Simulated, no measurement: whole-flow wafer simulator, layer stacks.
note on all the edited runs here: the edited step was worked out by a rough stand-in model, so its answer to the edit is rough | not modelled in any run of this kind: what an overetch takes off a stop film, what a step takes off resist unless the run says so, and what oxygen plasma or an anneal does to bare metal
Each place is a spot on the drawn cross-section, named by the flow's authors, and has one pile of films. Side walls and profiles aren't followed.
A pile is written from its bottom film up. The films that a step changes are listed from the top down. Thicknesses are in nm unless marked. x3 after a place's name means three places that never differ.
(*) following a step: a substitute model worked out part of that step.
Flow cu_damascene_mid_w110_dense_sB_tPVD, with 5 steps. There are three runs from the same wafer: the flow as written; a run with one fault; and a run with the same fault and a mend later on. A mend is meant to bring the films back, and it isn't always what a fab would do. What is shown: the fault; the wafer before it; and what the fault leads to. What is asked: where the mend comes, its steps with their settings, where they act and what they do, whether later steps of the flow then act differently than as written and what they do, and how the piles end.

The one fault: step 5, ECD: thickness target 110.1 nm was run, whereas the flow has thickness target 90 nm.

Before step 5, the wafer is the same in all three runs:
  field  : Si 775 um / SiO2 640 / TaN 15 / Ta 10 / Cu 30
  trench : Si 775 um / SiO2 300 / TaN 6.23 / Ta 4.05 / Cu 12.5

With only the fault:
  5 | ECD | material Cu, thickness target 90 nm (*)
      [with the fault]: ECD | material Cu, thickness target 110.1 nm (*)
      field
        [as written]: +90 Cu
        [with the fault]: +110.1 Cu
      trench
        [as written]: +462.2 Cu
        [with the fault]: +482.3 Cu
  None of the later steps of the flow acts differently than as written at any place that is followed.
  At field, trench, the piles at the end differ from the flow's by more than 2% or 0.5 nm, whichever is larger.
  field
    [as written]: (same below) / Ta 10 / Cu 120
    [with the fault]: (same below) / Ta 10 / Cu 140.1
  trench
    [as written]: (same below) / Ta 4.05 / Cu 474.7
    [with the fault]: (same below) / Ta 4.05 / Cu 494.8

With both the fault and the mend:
  After step 5 comes the mend.
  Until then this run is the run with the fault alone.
  5a | ETCH | chemistry cu recess dil, depth target 20.1 nm
      field, trench
        -20.1 Cu
  None of the later steps of the flow acts differently than as written at any place that is followed.
  By the end, the piles equal the flow's at every place that both follow.
